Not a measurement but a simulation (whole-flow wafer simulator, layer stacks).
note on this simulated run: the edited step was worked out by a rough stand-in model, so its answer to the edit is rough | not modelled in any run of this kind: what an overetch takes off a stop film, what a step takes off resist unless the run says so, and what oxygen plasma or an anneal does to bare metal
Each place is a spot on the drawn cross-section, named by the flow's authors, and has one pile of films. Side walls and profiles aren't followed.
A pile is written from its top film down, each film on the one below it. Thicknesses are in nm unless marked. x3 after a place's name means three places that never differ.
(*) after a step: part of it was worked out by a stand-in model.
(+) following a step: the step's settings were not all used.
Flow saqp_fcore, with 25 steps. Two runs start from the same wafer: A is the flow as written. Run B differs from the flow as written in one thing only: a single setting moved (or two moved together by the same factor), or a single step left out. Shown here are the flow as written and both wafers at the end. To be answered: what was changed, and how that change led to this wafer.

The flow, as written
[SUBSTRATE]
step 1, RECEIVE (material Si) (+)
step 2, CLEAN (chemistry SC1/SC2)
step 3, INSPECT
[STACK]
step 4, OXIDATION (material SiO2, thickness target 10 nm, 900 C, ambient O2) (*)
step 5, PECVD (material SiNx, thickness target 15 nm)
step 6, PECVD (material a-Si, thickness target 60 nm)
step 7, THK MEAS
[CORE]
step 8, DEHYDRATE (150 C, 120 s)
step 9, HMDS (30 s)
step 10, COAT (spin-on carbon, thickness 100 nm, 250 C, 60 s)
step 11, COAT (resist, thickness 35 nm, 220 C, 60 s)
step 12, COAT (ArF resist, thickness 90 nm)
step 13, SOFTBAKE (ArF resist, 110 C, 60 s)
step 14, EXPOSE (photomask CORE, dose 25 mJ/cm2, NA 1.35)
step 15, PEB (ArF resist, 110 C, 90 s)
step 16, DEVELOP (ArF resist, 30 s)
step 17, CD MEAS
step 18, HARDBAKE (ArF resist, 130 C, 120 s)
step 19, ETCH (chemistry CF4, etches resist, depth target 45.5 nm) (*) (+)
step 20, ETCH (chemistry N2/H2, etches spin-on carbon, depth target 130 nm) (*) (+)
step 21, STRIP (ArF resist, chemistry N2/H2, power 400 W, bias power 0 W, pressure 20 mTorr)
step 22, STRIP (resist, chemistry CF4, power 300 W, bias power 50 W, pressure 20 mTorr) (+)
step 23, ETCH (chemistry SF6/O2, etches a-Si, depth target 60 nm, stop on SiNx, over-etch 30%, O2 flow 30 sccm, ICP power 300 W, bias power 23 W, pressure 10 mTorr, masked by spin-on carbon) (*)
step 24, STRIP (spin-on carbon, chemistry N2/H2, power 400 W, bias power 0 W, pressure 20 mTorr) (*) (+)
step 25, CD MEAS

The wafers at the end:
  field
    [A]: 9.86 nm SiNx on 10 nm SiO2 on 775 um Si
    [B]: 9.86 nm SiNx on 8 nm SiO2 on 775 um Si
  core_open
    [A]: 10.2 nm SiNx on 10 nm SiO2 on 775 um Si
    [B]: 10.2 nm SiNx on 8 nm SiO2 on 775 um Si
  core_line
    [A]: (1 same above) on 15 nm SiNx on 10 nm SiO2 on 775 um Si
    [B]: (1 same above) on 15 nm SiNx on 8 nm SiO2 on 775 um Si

What caused this: step 4, OXIDATION: thickness target 8 nm was run, whereas the flow has thickness target 10 nm.
The wafer itself shows it: field has SiO2 8, and step 4 as written asks for 10 nm.

The path from the change to this, step by step:
  step 4, OXIDATION (material SiO2, thickness target 10 nm, 900 C, ambient O2) (*)
      field, core_open, core_line: A +10 SiO2 (new film), -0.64 chemical SiO2 (all of it), -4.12 Si | B +8 SiO2 (new film), -0.64 chemical SiO2 (all of it), -3.24 Si
